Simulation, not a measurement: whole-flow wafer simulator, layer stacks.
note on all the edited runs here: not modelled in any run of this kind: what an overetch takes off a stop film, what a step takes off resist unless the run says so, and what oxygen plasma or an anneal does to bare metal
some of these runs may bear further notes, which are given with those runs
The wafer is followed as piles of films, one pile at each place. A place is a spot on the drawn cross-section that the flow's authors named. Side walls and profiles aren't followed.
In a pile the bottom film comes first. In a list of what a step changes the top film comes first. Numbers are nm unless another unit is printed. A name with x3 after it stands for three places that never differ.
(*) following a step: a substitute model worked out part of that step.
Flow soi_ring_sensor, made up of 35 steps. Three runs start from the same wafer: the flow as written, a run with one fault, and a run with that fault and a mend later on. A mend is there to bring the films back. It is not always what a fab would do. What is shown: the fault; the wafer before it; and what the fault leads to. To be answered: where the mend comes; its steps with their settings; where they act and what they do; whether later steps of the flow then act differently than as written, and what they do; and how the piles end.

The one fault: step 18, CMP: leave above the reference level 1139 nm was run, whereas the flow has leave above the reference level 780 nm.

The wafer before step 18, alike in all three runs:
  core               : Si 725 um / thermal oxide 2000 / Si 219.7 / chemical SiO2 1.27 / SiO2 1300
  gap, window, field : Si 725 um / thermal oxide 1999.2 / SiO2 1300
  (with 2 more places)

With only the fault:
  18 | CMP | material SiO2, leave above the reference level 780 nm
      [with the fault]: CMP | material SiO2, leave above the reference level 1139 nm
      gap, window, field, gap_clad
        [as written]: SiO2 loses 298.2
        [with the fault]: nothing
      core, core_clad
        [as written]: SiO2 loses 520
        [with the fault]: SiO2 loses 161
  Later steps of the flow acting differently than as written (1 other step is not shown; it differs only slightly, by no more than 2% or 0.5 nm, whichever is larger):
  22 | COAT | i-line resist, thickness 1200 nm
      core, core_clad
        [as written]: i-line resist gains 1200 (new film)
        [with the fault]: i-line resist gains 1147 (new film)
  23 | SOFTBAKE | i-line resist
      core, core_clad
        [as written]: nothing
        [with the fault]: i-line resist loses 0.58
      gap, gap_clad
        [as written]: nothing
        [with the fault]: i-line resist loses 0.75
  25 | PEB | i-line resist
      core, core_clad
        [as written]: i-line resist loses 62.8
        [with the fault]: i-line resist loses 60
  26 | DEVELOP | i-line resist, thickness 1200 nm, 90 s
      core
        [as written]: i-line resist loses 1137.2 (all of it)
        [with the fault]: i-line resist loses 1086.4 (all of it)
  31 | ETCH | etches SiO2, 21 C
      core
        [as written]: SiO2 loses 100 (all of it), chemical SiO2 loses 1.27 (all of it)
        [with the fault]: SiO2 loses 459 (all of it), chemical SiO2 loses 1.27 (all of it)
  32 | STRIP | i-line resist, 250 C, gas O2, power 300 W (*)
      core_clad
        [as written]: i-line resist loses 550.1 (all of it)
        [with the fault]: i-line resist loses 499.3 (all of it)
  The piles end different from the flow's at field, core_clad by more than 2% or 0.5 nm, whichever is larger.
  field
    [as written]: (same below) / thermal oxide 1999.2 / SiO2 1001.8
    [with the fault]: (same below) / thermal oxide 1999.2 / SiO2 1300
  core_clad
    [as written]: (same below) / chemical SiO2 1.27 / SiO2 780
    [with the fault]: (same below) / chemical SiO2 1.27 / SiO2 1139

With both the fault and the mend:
  The mend stands after step 19.
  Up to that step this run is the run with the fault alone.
  19a | CMP | material SiO2, leave above the reference level 780 nm (the flow's step 18 again)
      gap, window, field, gap_clad
        SiO2 loses 298.2
      core, core_clad
        SiO2 loses 359
  Later steps of the flow that are run all act as written at every place that is followed.
  By the end, the piles equal the flow's at every place that both follow.
